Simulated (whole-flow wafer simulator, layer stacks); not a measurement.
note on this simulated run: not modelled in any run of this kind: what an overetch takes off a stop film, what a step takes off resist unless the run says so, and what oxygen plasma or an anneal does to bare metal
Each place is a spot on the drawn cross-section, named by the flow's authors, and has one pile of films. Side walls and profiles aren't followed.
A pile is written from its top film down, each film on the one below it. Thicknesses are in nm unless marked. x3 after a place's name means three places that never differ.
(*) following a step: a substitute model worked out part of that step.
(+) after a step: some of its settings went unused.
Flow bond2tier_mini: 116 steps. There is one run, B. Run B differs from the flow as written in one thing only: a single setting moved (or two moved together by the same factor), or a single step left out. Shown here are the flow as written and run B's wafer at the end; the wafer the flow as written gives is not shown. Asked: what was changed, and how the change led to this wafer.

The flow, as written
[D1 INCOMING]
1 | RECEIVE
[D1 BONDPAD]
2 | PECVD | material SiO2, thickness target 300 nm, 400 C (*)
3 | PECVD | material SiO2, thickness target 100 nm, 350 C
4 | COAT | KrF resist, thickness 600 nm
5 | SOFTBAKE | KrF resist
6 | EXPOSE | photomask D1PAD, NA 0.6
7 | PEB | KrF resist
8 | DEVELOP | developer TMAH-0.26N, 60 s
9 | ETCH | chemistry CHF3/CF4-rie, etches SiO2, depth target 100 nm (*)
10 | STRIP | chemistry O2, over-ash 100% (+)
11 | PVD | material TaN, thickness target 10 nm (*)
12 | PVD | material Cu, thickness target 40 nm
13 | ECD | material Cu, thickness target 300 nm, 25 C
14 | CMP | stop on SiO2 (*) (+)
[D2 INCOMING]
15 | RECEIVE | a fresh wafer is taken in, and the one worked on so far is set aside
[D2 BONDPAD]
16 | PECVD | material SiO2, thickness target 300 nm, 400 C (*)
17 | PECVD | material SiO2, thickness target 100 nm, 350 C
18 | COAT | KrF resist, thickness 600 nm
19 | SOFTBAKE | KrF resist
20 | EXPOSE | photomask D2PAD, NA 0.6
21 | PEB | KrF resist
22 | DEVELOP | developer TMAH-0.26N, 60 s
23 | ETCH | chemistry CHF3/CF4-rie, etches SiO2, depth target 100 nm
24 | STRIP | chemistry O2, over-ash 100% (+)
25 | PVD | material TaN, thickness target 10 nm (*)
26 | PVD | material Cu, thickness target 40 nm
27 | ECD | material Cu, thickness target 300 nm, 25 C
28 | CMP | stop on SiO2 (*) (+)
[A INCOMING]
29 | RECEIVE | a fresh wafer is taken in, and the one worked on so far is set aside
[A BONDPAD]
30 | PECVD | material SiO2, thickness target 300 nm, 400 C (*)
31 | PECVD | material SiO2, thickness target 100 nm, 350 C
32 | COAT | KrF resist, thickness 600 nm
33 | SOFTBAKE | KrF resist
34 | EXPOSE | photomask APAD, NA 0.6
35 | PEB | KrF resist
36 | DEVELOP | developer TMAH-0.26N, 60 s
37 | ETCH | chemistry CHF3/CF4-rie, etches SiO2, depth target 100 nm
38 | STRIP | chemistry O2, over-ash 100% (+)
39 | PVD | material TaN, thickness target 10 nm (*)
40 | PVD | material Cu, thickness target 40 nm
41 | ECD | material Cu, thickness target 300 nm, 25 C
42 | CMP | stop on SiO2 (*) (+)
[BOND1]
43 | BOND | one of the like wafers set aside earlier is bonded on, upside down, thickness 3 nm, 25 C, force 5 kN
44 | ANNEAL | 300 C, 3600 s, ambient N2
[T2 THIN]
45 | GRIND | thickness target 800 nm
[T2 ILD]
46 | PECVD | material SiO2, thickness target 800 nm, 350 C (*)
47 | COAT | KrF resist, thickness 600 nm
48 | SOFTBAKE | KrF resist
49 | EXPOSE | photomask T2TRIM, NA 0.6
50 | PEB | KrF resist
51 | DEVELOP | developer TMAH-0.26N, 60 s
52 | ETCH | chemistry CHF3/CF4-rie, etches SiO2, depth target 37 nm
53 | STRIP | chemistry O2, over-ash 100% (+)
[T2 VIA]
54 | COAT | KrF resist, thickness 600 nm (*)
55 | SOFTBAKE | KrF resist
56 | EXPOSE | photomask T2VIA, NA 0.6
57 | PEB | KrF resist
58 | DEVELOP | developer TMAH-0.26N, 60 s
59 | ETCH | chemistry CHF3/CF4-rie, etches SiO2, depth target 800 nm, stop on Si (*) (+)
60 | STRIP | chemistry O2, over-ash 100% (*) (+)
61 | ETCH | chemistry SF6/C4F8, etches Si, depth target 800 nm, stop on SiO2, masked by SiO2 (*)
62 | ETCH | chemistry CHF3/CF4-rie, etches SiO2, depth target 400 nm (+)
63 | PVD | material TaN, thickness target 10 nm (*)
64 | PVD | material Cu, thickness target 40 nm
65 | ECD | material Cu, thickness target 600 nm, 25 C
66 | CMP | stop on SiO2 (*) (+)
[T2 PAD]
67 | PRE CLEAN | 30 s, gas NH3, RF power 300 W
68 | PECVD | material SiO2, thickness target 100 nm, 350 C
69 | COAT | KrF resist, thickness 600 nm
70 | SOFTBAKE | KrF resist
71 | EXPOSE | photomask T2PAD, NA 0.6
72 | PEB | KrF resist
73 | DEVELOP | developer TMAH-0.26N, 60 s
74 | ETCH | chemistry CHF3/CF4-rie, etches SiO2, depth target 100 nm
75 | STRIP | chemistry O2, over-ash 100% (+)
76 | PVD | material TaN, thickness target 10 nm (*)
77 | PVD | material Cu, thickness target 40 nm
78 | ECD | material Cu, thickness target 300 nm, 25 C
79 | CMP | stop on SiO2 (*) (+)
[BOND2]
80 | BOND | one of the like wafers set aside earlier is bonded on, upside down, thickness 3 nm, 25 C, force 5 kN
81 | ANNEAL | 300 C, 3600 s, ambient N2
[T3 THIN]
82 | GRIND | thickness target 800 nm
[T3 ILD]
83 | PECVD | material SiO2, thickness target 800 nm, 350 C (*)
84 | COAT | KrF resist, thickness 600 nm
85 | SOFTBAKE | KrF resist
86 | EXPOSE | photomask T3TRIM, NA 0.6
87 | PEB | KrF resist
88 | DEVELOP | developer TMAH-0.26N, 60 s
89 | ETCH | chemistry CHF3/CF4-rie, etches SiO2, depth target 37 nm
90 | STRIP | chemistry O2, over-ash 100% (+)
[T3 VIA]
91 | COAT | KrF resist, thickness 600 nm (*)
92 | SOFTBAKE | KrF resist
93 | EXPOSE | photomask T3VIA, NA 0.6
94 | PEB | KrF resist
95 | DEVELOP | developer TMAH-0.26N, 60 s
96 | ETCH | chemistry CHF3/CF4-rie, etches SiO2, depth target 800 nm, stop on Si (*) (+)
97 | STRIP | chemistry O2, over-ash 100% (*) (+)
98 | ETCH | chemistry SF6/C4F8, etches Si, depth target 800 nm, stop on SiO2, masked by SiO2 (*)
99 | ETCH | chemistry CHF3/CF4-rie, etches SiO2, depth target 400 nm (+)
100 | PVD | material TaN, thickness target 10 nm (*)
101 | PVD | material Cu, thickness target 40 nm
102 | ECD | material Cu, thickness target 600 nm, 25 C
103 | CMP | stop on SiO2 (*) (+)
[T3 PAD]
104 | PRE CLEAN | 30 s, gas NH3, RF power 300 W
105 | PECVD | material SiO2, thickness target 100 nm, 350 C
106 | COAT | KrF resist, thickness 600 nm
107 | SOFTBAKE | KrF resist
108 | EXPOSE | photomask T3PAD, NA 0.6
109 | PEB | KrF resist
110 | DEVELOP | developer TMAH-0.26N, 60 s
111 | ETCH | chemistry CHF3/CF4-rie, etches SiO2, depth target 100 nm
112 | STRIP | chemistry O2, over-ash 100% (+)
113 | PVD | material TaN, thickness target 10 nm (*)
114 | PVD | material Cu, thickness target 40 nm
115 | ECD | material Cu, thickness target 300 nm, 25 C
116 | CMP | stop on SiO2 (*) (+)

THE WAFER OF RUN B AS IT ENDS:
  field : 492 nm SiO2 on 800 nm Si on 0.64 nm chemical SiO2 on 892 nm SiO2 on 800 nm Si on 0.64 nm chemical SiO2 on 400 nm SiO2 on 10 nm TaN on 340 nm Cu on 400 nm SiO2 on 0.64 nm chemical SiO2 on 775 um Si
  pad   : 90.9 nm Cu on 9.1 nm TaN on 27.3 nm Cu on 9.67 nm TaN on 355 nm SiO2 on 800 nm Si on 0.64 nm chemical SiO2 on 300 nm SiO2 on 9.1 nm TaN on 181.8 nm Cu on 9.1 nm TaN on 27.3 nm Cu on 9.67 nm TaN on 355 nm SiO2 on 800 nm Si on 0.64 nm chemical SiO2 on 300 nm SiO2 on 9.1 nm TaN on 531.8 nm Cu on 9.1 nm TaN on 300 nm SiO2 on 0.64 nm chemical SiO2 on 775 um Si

What caused this: step 14, CMP: stop on SiO2 (*) (+), was skipped.

How this came from the change, step by step:
  43 | BOND | one of the like wafers set aside earlier is bonded on, upside down, thickness 3 nm, 25 C, force 5 kN
      field: Si gains 775 um (new film), chemical SiO2 gains 0.64 (new film), SiO2 gains 400 (new film), TaN gains 10 (new film), Cu gains 340 (new film) (in the flow as written it would be: Si gains 775 um (new film), chemical SiO2 gains 0.64 (new film), SiO2 gains 400)
      pad: Si gains 775 um (new film), chemical SiO2 gains 0.64 (new film), SiO2 gains 300 (new film), TaN gains 9.1 (new film), Cu gains 440.9 (in the flow as written it would be: Si gains 775 um (new film), chemical SiO2 gains 0.64 (new film), SiO2 gains 300 (new film), TaN gains 9.1 (new film), Cu gains 90.9)
      (and at 1 other place as well)
With metal films that touch counted as one body, field has 1 body; the flow as written gives 0 bodies.
